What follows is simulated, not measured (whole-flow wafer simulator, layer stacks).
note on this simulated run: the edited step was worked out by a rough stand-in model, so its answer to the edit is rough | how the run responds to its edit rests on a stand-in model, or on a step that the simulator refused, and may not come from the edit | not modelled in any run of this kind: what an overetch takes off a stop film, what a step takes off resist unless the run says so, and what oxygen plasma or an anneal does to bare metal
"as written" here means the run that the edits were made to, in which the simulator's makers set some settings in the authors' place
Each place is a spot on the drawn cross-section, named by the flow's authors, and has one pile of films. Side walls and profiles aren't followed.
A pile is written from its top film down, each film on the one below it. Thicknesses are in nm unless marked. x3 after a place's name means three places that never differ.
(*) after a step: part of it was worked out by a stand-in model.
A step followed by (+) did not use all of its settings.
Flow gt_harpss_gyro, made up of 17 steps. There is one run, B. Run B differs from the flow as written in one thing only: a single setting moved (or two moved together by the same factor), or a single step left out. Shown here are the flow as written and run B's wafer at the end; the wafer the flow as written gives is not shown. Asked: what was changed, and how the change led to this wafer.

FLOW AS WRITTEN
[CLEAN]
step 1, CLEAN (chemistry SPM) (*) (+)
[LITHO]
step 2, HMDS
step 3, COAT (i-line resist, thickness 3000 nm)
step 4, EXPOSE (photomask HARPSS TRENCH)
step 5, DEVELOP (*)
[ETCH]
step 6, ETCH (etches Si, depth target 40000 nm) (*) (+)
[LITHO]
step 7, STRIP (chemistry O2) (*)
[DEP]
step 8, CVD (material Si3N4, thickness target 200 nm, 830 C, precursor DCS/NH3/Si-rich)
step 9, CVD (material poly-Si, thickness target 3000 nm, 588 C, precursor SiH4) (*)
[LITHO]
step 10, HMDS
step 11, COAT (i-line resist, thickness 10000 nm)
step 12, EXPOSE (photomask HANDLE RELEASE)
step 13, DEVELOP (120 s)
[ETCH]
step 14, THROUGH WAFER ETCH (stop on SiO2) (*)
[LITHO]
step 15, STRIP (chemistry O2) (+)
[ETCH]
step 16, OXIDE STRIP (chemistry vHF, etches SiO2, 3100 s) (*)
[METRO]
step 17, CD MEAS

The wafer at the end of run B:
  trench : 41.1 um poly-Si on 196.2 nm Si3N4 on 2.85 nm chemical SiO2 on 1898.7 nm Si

Cause: step 6, ETCH: depth target 38100 nm was run, though the flow has depth target 40000 nm.

How this came from the change, step by step:
  step 6, ETCH (etches Si, depth target 40000 nm) (*) (+)
      trench: chemical SiO2 loses 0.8 (all of it), Si loses 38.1 um (in the flow as written it would be: chemical SiO2 loses 0.8 (all of it), Si loses 40 um (all of it))
      field: i-line resist loses 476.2 (in the flow as written it would be: i-line resist loses 500)
  step 7, STRIP (chemistry O2) (*)
      trench: chemical SiO2 gains 2.85 (new film), Si loses 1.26 (in the flow as written it would be: nothing)
  step 9, CVD (material poly-Si, thickness target 3000 nm, 588 C, precursor SiH4) (*)
      trench: poly-Si gains 41.1 um (new film) (in the flow as written it would be: poly-Si gains 43.01 um (new film))
